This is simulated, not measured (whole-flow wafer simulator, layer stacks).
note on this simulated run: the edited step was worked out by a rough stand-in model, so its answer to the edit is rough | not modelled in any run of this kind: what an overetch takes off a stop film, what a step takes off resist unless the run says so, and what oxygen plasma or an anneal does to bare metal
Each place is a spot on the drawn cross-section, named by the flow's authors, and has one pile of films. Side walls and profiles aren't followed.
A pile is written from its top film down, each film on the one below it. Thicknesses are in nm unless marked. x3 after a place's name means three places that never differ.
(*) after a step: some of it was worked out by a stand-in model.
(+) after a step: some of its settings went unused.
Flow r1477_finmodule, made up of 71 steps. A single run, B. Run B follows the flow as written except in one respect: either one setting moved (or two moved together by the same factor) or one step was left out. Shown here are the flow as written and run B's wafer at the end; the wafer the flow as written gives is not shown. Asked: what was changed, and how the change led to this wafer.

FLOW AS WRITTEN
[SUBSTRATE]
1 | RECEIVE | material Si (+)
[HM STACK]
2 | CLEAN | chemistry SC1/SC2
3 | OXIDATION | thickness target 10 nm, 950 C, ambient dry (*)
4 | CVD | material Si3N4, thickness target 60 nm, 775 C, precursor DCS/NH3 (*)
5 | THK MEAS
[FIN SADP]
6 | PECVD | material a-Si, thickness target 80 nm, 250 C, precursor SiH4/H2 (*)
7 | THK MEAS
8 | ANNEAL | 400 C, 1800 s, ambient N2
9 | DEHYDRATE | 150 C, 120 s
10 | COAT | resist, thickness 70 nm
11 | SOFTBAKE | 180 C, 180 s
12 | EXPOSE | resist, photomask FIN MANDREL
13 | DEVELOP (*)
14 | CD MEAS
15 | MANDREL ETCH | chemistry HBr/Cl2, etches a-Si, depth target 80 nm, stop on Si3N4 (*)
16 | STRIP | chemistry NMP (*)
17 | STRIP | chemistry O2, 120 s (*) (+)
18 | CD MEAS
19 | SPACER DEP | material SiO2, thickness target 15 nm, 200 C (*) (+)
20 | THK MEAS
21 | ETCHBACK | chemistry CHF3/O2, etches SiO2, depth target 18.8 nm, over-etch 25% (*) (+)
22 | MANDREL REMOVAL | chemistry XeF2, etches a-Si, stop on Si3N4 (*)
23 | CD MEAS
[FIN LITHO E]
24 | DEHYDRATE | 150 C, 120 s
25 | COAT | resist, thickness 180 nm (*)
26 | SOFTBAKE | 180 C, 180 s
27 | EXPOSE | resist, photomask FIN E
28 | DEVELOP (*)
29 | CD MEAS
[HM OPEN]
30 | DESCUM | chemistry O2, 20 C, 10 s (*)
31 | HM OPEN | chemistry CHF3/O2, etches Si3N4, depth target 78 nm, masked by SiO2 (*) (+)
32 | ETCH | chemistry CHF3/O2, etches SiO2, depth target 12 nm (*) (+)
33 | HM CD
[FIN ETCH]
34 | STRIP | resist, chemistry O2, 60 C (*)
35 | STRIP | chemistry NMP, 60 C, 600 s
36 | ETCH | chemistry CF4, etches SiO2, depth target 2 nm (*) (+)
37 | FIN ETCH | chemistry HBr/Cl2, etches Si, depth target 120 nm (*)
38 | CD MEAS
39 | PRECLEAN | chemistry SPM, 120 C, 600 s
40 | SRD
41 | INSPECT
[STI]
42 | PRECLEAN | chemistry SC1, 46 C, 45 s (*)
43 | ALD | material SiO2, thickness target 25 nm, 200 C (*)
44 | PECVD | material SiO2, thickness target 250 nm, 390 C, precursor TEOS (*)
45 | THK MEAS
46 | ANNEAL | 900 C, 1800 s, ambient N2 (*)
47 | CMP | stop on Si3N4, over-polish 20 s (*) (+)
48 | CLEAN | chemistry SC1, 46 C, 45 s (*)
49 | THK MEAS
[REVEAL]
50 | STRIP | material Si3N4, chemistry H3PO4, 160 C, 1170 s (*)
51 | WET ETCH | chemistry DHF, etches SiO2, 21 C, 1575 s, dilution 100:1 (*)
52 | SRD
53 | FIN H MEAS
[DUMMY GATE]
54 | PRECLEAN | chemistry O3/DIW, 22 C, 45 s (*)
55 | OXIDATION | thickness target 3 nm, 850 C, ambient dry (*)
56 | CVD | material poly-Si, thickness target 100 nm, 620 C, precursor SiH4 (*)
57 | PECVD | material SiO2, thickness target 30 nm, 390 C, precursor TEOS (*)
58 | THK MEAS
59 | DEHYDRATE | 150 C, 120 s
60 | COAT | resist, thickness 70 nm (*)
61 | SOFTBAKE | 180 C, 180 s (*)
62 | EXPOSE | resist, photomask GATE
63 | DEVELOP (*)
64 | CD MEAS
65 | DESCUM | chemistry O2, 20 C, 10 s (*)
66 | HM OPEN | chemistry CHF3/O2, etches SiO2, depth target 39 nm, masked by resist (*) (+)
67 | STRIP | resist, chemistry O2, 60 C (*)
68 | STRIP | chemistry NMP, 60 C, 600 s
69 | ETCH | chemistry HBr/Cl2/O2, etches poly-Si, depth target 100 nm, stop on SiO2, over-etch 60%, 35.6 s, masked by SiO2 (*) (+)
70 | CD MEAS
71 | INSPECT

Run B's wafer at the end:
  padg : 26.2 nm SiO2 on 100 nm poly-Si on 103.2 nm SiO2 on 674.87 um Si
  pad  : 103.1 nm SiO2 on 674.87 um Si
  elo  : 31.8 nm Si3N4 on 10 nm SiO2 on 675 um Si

Cause: step 69, ETCH: depth target 72.5 nm was run, whereas the flow has depth target 100 nm.

The path from the change to this, step by step:
  69 | ETCH | chemistry HBr/Cl2/O2, etches poly-Si, depth target 100 nm, stop on SiO2, over-etch 60%, 35.6 s, masked by SiO2 (*) (+)
      padg, elg, esg and 15 more: SiO2 loses 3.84 (as written it would have been: SiO2 loses 5.3)
